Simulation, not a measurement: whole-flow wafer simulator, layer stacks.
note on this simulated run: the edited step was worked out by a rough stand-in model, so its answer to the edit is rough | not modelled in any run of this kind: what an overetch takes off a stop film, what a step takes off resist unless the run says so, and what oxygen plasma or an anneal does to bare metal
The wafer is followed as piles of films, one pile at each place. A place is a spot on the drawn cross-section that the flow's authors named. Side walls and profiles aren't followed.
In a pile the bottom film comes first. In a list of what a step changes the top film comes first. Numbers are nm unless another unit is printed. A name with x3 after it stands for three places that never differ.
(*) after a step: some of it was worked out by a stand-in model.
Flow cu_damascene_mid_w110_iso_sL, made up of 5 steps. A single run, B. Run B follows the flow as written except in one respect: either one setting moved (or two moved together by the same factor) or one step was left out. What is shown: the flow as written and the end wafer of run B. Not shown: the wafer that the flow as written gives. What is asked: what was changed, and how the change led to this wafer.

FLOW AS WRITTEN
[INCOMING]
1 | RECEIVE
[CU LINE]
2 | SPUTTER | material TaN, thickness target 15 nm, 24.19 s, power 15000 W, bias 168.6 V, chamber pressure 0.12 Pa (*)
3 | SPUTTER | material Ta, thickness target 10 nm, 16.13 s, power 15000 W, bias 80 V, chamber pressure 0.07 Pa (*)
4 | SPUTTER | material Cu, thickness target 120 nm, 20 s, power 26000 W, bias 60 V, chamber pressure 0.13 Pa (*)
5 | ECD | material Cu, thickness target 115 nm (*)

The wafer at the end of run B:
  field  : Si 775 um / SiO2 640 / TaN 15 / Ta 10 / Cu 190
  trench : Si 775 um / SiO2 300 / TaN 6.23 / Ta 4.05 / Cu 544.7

What caused this: step 4, SPUTTER: thickness target 75 nm was run, while the flow as written has thickness target 120 nm; step 4, SPUTTER: 12.5 s was run, where the flow has 20 s.

How this came from the change, step by step:
  4 | SPUTTER | material Cu, thickness target 120 nm, 20 s, power 26000 W, bias 60 V, chamber pressure 0.13 Pa (*)
      field: Cu gains 75 (new film) (as written it would have been: Cu gains 120 (new film))
      trench: Cu gains 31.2 (new film) (as written it would have been: Cu gains 49.9 (new film))
  5 | ECD | material Cu, thickness target 115 nm (*)
      trench: Cu gains 513.5 (as written it would have been: Cu gains 539.8)
